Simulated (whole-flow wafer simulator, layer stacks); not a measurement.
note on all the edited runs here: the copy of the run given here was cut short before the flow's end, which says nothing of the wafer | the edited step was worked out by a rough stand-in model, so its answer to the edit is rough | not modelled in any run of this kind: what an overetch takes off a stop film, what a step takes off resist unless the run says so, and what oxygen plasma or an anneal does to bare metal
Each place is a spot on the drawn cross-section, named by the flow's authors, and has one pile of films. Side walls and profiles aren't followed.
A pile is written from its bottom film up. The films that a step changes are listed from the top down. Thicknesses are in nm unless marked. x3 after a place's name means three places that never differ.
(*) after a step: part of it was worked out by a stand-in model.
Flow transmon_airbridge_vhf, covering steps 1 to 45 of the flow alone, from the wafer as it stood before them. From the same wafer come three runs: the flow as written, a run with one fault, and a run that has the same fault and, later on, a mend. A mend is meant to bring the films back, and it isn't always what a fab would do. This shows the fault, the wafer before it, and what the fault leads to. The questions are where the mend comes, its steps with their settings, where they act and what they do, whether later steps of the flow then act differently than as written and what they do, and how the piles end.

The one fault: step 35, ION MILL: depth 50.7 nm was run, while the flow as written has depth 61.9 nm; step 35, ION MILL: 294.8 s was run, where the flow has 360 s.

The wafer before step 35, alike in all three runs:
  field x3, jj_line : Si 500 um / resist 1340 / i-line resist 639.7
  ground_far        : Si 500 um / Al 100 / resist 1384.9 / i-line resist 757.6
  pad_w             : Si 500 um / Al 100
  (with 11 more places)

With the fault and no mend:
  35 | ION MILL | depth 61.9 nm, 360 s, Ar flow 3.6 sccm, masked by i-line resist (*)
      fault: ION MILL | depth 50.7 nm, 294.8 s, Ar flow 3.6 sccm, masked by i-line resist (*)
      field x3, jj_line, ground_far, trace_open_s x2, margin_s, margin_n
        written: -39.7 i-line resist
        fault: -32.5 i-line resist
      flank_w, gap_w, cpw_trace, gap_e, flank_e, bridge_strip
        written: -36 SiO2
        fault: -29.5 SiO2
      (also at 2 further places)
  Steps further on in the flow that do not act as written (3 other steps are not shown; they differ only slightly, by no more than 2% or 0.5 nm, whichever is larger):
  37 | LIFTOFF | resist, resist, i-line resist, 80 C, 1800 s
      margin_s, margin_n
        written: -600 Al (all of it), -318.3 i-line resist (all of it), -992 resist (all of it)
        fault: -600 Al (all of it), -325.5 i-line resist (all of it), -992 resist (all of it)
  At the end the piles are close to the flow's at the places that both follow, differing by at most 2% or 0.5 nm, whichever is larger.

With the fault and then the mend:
  The mend follows step 35.
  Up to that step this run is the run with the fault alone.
  35a | ION MILL | depth 11.2 nm, 65.16 s, Ar flow 3.6 sccm, masked by i-line resist (*) (the flow's step 35, run once more with other settings)
      field x3, jj_line, ground_far, trace_open_s x2, margin_s, margin_n
        -7.19 i-line resist
      flank_w, gap_w, cpw_trace, gap_e, flank_e, bridge_strip
        -6.51 SiO2
      pad_w, pad_e
        -11.2 Al
  None of the later steps of the flow acts differently than as written at any place that is followed.
  At the end the piles are close to the flow's at the places that both follow, differing by at most 2% or 0.5 nm, whichever is larger.
